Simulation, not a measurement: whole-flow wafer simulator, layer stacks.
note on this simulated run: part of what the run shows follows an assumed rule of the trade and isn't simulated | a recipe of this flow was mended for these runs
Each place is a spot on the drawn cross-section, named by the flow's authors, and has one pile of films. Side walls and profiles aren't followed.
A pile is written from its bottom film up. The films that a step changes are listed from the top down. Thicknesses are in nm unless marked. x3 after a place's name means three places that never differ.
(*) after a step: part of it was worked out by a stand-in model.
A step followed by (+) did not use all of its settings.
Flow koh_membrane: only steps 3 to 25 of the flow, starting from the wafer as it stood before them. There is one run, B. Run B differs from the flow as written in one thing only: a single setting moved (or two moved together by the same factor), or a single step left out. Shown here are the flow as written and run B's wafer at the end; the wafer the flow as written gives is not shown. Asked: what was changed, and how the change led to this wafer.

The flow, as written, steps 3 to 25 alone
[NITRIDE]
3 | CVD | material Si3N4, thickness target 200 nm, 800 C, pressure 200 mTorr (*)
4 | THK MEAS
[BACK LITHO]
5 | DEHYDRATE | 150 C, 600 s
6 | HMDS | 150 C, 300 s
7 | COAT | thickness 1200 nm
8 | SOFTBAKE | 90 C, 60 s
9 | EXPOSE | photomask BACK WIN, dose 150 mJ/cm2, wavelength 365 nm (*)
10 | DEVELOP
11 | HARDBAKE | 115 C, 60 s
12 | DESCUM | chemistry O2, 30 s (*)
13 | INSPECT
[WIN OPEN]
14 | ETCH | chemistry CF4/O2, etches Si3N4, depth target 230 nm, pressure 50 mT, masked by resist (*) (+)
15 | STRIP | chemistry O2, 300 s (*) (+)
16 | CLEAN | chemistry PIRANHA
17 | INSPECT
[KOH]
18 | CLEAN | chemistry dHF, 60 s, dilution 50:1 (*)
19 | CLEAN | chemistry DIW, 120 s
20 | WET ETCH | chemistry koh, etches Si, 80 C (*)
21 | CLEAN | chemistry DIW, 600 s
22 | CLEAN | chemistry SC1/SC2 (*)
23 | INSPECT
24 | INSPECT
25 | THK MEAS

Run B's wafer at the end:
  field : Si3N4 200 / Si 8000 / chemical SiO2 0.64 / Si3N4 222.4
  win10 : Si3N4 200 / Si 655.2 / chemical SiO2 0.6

What caused this: step 3, CVD: thickness target 224 nm was run, whereas the flow has thickness target 200 nm.

The path from the change to this, step by step:
  3 | CVD | material Si3N4, thickness target 200 nm, 800 C, pressure 200 mTorr (*)
      field, win20 x4, win10: +224 Si3N4 (new film) (as written it would have been: +200 Si3N4 (new film))
  14 | ETCH | chemistry CF4/O2, etches Si3N4, depth target 230 nm, pressure 50 mT, masked by resist (*) (+)
      win20 x4, win10: -224 Si3N4 (all of it), -0.64 chemical SiO2 (all of it), -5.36 Si (as written it would have been: -200 Si3N4 (all of it), -0.64 chemical SiO2 (all of it), -29.4 Si)
